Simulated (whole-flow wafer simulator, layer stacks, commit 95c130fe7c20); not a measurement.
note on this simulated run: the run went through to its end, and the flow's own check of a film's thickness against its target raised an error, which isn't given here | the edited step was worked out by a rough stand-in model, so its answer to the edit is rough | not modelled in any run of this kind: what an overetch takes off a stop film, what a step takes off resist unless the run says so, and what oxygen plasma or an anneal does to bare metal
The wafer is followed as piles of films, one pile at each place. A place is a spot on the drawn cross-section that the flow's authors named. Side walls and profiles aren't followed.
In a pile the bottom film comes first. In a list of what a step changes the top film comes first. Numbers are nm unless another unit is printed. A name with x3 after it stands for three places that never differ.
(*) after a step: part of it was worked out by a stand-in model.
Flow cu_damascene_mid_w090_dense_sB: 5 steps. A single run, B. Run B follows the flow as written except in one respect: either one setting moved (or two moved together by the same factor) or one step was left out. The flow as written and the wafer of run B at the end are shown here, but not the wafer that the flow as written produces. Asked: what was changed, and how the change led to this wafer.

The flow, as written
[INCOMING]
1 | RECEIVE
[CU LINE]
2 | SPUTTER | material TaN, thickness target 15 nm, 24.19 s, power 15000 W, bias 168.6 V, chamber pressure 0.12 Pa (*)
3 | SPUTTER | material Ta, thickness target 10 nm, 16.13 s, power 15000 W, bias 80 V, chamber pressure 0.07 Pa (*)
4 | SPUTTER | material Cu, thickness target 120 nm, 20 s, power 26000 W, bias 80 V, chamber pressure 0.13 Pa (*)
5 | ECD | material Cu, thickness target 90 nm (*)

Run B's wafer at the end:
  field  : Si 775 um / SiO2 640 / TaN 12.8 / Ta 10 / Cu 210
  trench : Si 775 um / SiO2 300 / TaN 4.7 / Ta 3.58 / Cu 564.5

What caused this: step 2, SPUTTER: thickness target 12.8 nm was run, though the flow has thickness target 15 nm; step 2, SPUTTER: 20.56 s was run, where the flow has 24.19 s.
The wafer lets one read it off: field has TaN 12.8, and step 2 as written asks for 15 nm.

The path from the change to this, step by step:
  2 | SPUTTER | material TaN, thickness target 15 nm, 24.19 s, power 15000 W, bias 168.6 V, chamber pressure 0.12 Pa (*)
      field: +12.8 TaN (new film) (it would be, as written: +15 TaN (new film))
      trench: +4.7 TaN (new film) (it would be, as written: +5.51 TaN (new film))
